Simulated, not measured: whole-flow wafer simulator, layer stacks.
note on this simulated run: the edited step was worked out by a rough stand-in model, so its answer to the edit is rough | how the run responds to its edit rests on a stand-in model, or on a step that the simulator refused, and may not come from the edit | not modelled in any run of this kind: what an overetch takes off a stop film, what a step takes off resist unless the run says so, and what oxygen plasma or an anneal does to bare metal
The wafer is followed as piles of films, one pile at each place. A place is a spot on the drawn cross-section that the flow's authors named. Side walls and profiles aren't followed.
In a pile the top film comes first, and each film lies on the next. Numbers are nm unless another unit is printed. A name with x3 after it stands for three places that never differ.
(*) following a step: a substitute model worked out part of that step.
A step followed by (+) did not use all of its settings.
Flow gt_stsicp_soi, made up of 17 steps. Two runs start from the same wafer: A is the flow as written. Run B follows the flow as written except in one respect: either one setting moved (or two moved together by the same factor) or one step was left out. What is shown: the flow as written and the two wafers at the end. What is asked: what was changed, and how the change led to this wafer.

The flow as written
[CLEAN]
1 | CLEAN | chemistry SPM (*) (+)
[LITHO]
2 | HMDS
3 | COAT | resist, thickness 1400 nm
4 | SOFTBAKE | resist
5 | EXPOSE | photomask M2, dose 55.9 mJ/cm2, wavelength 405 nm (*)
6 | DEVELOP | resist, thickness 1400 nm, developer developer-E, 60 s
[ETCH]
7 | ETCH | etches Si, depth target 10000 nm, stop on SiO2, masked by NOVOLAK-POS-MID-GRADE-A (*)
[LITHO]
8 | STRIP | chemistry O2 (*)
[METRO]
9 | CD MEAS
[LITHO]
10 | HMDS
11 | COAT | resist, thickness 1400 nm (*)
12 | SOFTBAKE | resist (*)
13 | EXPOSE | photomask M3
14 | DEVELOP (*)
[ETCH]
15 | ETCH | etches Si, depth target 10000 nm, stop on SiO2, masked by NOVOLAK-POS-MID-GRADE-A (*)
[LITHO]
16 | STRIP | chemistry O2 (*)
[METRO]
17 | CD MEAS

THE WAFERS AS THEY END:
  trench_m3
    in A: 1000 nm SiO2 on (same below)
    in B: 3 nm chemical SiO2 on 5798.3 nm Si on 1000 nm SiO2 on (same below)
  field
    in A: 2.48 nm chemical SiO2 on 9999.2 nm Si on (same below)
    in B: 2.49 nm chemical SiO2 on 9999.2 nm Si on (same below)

The reason: step 15, ETCH: depth target 4200 nm was run, whereas the flow has depth target 10000 nm.

How this came from the change, step by step:
  15 | ETCH | etches Si, depth target 10000 nm, stop on SiO2, masked by NOVOLAK-POS-MID-GRADE-A (*)
      trench_m3: A -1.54 chemical SiO2 (all of it), -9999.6 Si (all of it) | B -1.54 chemical SiO2 (all of it), -4200 Si
      field, trench_m2: A -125 resist | B -52.5 resist
  16 | STRIP | chemistry O2 (*)
      trench_m3: A nothing | B +3 chemical SiO2 (new film), -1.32 Si
      field: A -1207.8 resist (all of it), +0.94 chemical SiO2, -0.41 Si | B -1280.3 resist (all of it), +0.95 chemical SiO2, -0.42 Si
